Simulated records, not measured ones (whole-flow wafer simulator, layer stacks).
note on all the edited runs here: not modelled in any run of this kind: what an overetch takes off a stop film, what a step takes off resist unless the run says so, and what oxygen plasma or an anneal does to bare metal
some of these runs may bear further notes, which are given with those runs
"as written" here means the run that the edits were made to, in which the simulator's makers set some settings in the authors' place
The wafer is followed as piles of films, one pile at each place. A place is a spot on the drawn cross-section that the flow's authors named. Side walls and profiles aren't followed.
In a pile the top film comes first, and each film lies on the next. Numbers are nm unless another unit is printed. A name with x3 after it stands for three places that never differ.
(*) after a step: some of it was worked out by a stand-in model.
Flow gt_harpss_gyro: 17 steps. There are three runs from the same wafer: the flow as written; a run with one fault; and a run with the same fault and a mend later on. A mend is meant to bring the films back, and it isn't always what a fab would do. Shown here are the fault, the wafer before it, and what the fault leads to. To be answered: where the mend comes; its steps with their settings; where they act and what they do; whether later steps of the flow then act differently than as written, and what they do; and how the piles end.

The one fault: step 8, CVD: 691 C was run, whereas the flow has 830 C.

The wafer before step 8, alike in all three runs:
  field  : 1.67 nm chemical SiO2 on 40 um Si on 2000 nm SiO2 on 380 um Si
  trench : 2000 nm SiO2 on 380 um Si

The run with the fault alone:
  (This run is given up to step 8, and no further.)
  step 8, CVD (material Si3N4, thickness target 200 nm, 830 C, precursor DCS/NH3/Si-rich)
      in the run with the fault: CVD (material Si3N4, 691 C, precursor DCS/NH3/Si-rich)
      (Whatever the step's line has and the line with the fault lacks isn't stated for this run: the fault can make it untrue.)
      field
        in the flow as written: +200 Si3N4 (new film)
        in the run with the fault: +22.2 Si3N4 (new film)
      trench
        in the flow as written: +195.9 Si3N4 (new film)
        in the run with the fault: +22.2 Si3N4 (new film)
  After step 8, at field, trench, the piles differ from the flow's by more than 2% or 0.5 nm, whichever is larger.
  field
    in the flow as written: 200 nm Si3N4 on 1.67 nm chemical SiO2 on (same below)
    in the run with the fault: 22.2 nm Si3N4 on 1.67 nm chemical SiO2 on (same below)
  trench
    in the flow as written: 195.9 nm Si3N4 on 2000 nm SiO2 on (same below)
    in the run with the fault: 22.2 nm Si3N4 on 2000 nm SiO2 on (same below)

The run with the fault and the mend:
  The mend follows step 8.
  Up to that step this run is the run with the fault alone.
  step 8a, CVD (material Si3N4, thickness target 177.5 nm, 830 C, precursor DCS/NH3/Si-rich) (a further turn of the flow's step 8, with different settings)
      field
        +177.5 Si3N4
      trench
        +173.8 Si3N4
  Later steps of the flow acting differently than as written:
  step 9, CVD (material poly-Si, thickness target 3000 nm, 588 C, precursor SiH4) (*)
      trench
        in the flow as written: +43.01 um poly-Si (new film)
        in the run with the mend: +43 um poly-Si (new film)
  At the end the piles are close to the flow's at the places that both follow, differing by at most 2% or 0.5 nm, whichever is larger.
